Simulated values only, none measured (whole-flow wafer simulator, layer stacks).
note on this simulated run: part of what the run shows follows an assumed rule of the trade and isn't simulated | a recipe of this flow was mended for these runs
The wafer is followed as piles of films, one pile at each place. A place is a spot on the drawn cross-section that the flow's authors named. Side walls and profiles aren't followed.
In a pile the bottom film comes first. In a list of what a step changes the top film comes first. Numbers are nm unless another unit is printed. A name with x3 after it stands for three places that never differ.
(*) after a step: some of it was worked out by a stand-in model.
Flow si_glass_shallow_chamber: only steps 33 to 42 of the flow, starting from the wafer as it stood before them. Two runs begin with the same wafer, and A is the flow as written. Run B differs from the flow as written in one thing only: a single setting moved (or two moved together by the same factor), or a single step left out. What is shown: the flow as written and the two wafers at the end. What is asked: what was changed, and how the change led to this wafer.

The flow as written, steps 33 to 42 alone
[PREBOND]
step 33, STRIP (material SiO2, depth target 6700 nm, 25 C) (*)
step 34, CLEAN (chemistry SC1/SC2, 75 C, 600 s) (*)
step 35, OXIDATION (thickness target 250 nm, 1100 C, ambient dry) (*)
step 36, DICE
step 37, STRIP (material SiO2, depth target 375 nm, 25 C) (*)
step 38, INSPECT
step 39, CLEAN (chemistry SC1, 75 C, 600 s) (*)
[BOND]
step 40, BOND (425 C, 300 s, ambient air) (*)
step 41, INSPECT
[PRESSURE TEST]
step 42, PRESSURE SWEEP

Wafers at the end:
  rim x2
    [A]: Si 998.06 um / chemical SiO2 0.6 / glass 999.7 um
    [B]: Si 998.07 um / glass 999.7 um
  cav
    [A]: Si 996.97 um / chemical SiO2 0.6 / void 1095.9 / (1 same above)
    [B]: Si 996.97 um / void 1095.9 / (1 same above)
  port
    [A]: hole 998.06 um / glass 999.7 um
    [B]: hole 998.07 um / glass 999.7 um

Cause: step 39, CLEAN: chemistry SC1, 75 C, 600 s (*), was omitted.

Step by step, how the change led to this:
  (no step that both runs have acts differently by more than 2% or 0.5 nm, whichever is larger)
